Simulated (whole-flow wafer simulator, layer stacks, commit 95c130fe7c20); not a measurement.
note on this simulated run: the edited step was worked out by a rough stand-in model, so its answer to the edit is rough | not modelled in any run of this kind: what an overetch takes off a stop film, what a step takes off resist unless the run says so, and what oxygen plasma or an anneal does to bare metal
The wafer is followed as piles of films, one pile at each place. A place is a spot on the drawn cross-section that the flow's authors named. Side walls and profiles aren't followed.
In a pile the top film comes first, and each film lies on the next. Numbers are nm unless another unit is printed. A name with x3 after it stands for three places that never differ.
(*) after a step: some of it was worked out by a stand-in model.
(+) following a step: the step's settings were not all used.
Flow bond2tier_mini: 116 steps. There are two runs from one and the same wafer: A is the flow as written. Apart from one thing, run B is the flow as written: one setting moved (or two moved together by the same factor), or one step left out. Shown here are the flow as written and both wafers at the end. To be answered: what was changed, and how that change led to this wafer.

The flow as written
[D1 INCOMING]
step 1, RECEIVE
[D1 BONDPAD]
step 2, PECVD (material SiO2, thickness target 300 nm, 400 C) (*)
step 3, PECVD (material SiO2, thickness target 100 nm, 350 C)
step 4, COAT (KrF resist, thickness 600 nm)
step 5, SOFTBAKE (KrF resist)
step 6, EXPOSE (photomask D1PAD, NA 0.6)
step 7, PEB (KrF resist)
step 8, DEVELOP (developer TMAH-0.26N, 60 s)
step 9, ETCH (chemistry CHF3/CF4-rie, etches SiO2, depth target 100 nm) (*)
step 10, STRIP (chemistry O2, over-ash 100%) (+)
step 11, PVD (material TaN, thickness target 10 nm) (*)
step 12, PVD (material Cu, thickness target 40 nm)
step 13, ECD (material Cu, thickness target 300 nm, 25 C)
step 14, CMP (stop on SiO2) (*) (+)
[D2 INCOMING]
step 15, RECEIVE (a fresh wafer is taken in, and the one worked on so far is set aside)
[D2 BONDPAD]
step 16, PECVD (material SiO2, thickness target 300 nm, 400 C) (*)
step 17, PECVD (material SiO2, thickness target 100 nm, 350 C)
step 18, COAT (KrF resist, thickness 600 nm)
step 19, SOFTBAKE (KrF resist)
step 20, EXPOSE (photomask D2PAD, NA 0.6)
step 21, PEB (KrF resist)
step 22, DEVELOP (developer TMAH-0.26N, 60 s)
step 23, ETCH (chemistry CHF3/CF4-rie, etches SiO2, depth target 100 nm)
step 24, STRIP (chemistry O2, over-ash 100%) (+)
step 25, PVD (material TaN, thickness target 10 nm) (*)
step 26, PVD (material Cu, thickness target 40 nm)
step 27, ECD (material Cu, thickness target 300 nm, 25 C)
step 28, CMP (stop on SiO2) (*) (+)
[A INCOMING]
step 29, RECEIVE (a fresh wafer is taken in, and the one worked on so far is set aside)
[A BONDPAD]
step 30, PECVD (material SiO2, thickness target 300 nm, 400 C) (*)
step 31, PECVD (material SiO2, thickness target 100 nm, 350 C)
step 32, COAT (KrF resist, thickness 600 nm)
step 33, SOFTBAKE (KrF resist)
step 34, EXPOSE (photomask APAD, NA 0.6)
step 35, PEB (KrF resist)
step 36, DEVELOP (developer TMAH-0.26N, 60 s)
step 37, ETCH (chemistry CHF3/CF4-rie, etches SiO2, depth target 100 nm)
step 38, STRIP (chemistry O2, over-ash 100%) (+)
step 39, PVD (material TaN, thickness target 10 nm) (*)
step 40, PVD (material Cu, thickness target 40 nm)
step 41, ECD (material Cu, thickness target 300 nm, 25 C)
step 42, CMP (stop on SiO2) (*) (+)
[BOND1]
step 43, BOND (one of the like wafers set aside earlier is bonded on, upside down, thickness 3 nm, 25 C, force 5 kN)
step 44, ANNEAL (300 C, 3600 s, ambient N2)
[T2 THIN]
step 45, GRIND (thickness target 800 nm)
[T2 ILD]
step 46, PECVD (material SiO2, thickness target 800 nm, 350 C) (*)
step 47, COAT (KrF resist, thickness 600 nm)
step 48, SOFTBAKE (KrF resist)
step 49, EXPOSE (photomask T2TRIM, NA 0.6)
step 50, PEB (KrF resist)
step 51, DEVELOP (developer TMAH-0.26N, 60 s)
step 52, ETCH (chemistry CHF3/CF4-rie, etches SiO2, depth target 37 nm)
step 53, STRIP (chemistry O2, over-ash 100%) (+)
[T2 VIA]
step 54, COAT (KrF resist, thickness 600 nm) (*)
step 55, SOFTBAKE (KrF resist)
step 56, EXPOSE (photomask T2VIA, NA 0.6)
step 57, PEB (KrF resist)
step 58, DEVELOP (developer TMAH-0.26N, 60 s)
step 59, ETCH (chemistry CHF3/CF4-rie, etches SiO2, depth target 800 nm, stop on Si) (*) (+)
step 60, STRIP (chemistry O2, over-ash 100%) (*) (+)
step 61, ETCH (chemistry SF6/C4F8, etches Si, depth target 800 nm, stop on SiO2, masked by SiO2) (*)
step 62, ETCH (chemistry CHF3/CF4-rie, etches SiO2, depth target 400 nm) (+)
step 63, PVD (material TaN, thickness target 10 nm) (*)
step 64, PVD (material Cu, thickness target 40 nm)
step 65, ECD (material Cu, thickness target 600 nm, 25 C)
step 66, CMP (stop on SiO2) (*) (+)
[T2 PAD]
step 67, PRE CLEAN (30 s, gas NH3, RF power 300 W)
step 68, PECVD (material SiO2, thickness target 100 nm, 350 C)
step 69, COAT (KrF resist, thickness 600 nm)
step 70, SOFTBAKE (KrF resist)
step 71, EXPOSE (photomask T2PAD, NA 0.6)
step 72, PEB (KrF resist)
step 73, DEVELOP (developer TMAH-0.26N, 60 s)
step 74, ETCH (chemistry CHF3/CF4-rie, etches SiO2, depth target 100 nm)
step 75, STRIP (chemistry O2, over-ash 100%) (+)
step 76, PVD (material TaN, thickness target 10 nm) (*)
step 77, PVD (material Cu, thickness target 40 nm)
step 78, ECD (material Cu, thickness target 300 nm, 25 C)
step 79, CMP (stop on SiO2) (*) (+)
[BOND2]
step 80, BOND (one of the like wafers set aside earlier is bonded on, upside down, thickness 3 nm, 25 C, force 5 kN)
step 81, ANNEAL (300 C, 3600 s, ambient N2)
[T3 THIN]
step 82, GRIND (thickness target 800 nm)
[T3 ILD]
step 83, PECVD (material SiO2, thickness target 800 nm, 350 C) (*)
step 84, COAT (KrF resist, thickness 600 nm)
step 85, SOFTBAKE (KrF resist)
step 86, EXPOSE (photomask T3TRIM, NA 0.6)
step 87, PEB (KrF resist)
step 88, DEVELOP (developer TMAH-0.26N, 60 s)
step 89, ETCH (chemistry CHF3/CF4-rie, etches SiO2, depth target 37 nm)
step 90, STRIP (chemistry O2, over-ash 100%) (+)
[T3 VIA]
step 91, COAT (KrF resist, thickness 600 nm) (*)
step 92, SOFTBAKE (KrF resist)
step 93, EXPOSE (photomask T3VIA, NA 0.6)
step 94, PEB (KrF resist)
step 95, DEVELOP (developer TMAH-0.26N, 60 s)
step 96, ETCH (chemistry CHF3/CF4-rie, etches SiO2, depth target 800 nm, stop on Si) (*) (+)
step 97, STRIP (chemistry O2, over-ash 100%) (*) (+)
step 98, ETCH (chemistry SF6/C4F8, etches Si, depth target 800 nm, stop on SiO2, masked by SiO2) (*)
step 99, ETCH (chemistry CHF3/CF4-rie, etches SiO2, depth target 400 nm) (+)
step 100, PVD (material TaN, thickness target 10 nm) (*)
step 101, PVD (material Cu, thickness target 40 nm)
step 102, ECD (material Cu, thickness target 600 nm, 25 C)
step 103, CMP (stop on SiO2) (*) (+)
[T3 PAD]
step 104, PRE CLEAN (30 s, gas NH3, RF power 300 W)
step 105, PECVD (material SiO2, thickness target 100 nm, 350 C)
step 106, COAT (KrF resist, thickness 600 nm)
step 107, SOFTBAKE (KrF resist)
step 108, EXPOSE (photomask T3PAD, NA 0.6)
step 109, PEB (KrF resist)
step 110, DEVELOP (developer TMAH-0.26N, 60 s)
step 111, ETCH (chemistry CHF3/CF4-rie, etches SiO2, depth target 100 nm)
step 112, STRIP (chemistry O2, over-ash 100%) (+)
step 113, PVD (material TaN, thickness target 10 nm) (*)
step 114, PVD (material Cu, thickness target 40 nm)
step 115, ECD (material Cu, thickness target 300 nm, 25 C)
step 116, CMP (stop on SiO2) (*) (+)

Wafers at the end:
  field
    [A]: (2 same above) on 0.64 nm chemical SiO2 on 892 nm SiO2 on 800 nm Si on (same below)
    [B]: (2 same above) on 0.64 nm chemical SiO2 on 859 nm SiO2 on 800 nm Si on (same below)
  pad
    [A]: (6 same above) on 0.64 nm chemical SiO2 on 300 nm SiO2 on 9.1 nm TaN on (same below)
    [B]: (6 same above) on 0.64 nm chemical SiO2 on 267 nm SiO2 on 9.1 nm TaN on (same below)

The reason: step 16, PECVD: thickness target 267 nm was run, while the flow as written has thickness target 300 nm.
The wafer itself shows it: pad has SiO2 267, and step 16 as written asks for 300 nm.

Step by step, how the change led to this:
  step 16, PECVD (material SiO2, thickness target 300 nm, 400 C) (*)
      field, pad, via: A +300 SiO2 (new film) | B +267 SiO2 (new film)
  step 80, BOND (one of the like wafers set aside earlier is bonded on, upside down, thickness 3 nm, 25 C, force 5 kN)
      field: A +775 um Si (new film), +0.64 chemical SiO2 (new film), +400 SiO2 | B +775 um Si (new film), +0.64 chemical SiO2 (new film), +367 SiO2
      pad: A +775 um Si (new film), +0.64 chemical SiO2 (new film), +300 SiO2 (new film), +9.1 TaN (new film), +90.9 Cu | B +775 um Si (new film), +0.64 chemical SiO2 (new film), +267 SiO2 (new film), +9.1 TaN (new film), +90.9 Cu
